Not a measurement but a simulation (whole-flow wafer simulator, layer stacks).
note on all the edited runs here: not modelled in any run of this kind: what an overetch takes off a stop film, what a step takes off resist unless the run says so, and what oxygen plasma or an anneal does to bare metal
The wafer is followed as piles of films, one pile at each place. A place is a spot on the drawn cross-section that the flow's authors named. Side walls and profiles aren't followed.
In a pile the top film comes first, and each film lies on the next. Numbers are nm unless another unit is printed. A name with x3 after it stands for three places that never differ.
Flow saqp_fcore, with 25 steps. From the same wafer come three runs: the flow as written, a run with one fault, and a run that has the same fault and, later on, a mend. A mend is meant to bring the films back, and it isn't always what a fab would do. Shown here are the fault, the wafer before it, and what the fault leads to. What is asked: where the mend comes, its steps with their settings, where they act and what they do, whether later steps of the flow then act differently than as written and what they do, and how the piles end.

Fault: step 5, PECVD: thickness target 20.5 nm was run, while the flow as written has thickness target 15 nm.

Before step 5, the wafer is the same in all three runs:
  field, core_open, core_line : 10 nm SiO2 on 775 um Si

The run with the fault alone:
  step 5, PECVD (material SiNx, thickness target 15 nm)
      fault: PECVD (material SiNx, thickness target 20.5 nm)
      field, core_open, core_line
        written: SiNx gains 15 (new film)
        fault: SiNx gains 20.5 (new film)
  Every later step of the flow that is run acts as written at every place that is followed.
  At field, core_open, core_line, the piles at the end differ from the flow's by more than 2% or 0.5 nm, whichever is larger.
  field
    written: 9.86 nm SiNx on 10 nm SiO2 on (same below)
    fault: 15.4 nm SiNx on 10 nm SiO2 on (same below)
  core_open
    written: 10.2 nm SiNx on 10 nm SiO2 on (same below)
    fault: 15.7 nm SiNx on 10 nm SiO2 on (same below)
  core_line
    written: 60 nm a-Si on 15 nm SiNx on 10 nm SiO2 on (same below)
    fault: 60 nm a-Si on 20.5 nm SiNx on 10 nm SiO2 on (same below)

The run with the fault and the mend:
  The mend follows step 5.
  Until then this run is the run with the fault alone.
  step 5a, ETCH (chemistry h3po4, depth target 5.5 nm)
      field, core_open, core_line
        SiNx loses 5.5
  Every later step of the flow that is run acts as written at every place that is followed.
  By the end, the piles equal the flow's at every place that both follow.
